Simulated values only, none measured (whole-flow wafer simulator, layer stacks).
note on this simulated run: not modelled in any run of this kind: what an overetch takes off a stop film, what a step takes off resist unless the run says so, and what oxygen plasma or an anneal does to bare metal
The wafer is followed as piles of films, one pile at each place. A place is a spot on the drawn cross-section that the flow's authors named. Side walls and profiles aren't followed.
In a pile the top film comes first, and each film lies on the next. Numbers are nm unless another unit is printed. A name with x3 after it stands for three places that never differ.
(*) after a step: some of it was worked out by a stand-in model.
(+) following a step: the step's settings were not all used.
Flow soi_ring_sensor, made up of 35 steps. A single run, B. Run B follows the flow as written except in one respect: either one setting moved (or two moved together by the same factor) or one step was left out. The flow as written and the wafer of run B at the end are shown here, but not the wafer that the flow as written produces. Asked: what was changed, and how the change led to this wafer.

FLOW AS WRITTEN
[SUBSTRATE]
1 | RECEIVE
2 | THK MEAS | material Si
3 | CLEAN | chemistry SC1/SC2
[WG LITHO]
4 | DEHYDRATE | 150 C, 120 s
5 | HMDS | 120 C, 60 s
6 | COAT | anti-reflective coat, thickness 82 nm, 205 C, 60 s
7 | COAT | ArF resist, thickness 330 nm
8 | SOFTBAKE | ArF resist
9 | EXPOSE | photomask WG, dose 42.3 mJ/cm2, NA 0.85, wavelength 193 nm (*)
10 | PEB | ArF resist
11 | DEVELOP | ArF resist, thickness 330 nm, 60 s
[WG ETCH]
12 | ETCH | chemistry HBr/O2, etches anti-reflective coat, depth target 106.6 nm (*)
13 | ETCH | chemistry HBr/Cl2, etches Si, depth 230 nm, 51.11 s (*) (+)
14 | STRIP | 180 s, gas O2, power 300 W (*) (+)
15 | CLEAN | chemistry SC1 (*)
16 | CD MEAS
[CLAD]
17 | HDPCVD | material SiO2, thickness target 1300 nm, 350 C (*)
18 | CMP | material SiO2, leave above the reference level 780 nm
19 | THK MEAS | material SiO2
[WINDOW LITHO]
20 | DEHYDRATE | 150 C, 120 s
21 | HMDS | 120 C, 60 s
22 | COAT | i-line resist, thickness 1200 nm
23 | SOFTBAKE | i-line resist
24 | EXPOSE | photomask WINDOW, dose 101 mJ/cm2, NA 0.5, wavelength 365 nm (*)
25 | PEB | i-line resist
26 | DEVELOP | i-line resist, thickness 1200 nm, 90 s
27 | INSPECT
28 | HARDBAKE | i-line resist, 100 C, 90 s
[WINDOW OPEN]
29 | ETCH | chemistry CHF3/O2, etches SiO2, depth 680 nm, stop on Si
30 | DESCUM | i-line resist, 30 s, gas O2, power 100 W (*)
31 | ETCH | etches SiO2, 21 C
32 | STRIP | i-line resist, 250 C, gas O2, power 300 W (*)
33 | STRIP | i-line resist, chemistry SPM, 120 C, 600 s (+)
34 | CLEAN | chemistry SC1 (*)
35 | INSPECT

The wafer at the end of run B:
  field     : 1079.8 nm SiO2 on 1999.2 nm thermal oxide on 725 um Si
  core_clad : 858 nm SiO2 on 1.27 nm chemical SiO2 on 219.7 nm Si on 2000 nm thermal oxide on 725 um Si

What caused this: step 18, CMP: leave above the reference level 858 nm was run, though the flow has leave above the reference level 780 nm.
The wafer itself shows it: core_clad has SiO2 858, and step 18 as written asks for 780 nm.

How this came from the change, step by step:
  18 | CMP | material SiO2, leave above the reference level 780 nm
      gap, window, field, gap_clad: SiO2 loses 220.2 (it would be, as written: SiO2 loses 298.2)
      core, core_clad: SiO2 loses 442 (it would be, as written: SiO2 loses 520)
  31 | ETCH | etches SiO2, 21 C
      core: SiO2 loses 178 (all of it), chemical SiO2 loses 1.27 (all of it) (it would be, as written: SiO2 loses 100 (all of it), chemical SiO2 loses 1.27 (all of it))
